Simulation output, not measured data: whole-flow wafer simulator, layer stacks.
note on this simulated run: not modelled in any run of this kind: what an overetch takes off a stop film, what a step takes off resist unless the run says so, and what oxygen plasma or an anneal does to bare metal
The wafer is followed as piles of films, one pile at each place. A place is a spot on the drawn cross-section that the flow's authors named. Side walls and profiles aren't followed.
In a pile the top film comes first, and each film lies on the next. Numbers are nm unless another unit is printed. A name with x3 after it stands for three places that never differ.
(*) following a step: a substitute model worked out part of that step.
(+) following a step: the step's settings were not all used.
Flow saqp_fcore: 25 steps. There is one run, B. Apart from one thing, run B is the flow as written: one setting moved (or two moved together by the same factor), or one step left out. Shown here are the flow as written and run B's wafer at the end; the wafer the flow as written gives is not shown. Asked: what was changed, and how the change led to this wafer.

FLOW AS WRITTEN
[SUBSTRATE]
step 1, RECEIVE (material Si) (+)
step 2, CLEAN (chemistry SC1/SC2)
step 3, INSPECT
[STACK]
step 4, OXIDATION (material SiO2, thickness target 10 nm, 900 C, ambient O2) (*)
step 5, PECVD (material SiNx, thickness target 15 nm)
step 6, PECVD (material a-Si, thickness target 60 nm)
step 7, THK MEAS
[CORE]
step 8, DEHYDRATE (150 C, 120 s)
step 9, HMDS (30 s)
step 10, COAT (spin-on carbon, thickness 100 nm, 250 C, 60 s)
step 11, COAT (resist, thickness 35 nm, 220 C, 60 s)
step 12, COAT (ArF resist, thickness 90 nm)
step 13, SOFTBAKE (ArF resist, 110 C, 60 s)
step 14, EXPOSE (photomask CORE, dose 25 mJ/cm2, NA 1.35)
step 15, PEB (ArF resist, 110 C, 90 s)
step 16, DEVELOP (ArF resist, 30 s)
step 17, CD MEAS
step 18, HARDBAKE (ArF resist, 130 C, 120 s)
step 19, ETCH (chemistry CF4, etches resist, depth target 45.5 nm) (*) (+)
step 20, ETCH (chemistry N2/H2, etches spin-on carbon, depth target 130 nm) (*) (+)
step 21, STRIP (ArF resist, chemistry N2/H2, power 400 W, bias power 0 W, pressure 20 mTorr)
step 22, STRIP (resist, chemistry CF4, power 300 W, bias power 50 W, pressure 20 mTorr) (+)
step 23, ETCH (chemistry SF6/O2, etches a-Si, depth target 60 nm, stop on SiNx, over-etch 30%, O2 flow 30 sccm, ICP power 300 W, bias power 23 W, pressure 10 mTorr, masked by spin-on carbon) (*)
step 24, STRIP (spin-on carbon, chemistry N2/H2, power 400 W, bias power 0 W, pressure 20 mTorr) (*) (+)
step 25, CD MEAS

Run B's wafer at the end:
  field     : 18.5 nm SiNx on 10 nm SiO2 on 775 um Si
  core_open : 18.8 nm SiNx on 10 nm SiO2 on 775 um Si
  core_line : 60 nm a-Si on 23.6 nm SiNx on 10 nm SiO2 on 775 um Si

What caused this: step 5, PECVD: thickness target 23.6 nm was run, while the flow as written has thickness target 15 nm.
The wafer lets one read it off: core_line has SiNx 23.6, and step 5 as written asks for 15 nm.

The path from the change to this, step by step:
  step 5, PECVD (material SiNx, thickness target 15 nm)
      field, core_open, core_line: +23.6 SiNx (new film) (it would be, as written: +15 SiNx (new film))
